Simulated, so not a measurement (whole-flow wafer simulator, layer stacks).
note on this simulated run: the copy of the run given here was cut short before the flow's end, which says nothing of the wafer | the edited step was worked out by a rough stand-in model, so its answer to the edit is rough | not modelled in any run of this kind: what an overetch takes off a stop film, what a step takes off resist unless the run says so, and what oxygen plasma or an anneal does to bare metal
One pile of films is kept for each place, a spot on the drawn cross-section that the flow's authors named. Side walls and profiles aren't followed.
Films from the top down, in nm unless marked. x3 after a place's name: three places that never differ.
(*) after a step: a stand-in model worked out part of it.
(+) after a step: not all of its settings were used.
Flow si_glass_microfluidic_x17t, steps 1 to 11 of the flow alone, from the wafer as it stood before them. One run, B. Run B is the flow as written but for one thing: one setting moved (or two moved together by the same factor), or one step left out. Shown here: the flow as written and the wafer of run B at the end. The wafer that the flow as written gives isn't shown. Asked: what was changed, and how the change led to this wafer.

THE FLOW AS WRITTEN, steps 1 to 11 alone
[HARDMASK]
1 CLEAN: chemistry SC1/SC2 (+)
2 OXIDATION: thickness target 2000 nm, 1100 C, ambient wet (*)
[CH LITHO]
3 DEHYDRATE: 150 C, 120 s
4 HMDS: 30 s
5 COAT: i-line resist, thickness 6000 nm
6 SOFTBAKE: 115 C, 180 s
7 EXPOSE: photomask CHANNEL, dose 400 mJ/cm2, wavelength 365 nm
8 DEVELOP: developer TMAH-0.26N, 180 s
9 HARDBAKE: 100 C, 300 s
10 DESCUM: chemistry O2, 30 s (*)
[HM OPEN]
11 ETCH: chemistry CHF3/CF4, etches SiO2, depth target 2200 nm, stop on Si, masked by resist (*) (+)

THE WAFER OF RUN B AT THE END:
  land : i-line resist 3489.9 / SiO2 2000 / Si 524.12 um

The cause: step 11, ETCH: depth target 2970 nm was run, where the flow has depth target 2200 nm.

How the change led to this, step by step:
  11 ETCH: chemistry CHF3/CF4, etches SiO2, depth target 2200 nm, stop on Si, masked by resist (*) (+)
      land: i-line resist -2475 (as written it would be: i-line resist -1833.3)
